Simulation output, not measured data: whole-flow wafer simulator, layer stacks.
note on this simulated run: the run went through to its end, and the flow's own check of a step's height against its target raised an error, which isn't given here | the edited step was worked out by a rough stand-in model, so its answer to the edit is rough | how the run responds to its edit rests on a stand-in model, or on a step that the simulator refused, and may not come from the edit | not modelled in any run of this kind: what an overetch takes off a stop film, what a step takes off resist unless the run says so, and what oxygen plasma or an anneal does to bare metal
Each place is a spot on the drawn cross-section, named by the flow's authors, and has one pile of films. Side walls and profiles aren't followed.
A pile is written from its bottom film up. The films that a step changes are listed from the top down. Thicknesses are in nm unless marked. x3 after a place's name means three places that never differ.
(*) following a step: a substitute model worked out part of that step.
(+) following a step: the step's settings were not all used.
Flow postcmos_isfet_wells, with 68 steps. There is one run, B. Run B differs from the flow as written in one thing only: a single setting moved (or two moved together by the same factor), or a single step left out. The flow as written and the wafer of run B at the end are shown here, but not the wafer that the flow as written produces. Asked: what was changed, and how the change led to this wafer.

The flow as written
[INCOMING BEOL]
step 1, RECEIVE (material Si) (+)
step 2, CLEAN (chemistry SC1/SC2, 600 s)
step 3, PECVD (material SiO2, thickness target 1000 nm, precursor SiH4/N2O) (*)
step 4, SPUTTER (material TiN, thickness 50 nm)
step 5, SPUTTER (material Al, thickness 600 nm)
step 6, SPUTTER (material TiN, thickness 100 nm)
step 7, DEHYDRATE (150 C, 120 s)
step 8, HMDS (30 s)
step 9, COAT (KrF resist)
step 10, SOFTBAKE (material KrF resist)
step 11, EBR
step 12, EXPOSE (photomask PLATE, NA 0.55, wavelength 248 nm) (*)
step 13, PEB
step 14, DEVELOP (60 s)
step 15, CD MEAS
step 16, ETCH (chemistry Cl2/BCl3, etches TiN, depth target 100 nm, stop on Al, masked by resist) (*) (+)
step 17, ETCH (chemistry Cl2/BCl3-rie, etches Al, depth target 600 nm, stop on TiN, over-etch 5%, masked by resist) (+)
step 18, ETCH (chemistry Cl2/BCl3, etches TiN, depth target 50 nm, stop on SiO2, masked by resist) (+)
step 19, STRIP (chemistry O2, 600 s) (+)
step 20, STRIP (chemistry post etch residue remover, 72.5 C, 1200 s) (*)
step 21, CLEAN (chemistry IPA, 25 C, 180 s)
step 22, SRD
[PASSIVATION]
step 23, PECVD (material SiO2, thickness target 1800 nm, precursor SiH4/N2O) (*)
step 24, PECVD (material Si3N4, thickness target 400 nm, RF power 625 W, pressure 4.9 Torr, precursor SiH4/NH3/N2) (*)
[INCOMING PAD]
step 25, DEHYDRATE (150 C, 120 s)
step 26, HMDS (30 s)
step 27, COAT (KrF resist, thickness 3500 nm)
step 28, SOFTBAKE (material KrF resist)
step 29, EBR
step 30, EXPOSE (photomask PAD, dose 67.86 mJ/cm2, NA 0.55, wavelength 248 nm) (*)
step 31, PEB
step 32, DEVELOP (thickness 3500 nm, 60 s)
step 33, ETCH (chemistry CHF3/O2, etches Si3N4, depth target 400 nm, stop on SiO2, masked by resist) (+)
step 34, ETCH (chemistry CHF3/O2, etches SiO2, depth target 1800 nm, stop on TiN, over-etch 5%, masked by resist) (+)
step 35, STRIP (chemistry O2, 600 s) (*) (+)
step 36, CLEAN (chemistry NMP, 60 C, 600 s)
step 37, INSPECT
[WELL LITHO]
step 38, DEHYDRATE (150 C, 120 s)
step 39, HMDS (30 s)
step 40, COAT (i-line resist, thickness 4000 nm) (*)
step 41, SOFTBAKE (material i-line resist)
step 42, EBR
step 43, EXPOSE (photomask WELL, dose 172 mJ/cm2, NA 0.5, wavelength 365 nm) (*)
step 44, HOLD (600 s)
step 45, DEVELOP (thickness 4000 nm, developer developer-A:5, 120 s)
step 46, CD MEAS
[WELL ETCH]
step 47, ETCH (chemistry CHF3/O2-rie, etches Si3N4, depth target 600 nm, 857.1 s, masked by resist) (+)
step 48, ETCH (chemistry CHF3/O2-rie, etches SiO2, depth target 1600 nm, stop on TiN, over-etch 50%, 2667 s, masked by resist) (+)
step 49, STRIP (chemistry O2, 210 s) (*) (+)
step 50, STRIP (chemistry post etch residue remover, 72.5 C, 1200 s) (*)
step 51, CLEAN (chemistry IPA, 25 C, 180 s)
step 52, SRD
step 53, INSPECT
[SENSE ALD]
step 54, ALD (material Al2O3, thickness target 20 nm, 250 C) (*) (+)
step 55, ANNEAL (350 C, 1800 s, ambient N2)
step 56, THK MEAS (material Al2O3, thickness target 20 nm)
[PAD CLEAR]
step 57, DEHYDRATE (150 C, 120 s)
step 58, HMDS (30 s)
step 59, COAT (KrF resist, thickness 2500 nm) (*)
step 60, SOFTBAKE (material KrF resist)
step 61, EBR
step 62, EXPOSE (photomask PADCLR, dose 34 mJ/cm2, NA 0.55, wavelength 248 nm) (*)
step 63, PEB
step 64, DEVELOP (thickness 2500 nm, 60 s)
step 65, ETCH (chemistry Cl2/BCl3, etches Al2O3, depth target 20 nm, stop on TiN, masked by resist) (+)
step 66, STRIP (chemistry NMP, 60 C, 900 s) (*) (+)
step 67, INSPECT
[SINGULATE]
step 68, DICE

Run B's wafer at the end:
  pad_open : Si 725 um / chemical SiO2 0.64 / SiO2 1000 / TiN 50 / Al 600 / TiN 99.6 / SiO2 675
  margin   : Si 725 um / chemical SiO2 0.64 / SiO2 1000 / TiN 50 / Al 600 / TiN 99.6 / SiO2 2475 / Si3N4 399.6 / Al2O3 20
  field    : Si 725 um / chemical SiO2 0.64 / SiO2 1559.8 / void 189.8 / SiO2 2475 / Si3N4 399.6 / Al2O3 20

Cause: step 23, PECVD: thickness target 2475 nm was run, though the flow has thickness target 1800 nm.
One can read it off the wafer: margin has SiO2 2475, and step 23 as written asks for 1800 nm.

The path from the change to this, step by step:
  step 23, PECVD (material SiO2, thickness target 1800 nm, precursor SiH4/N2O) (*)
      margin, well900, well1300 x3, pad_rim, pad_clr, pad_open: SiO2 gains 2475 (new film) (in the flow as written it would be: SiO2 gains 1800 (new film))
      field: SiO2 gains 2475 (new film), void gains 189.8 (new film), SiO2 gains 559.8 (in the flow as written it would be: SiO2 gains 1800 (new film), void gains 189.9 (new film), SiO2 gains 559.7)
  step 34, ETCH (chemistry CHF3/O2, etches SiO2, depth target 1800 nm, stop on TiN, over-etch 5%, masked by resist) (+)
      pad_open: SiO2 loses 1800 (in the flow as written it would be: SiO2 loses 1800 (all of it))
  step 48, ETCH (chemistry CHF3/O2-rie, etches SiO2, depth target 1600 nm, stop on TiN, over-etch 50%, 2667 s, masked by resist) (+)
      well900, well1300 x3: SiO2 loses 2275 (all of it) (in the flow as written it would be: SiO2 loses 1600 (all of it))
  step 59, COAT (KrF resist, thickness 2500 nm) (*)
      field: KrF resist gains 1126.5 (new film) (in the flow as written it would be: KrF resist gains 1449 (new film))
      margin: KrF resist gains 1126.4 (new film) (in the flow as written it would be: KrF resist gains 1448.9 (new film))
  step 63, PEB
      field, margin: KrF resist loses 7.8 (in the flow as written it would be: KrF resist loses 10.1)
  step 66, STRIP (chemistry NMP, 60 C, 900 s) (*) (+)
      field: KrF resist loses 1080 (all of it) (in the flow as written it would be: KrF resist loses 1400.1 (all of it))
      margin: KrF resist loses 1079.9 (all of it) (in the flow as written it would be: KrF resist loses 1400.1 (all of it))
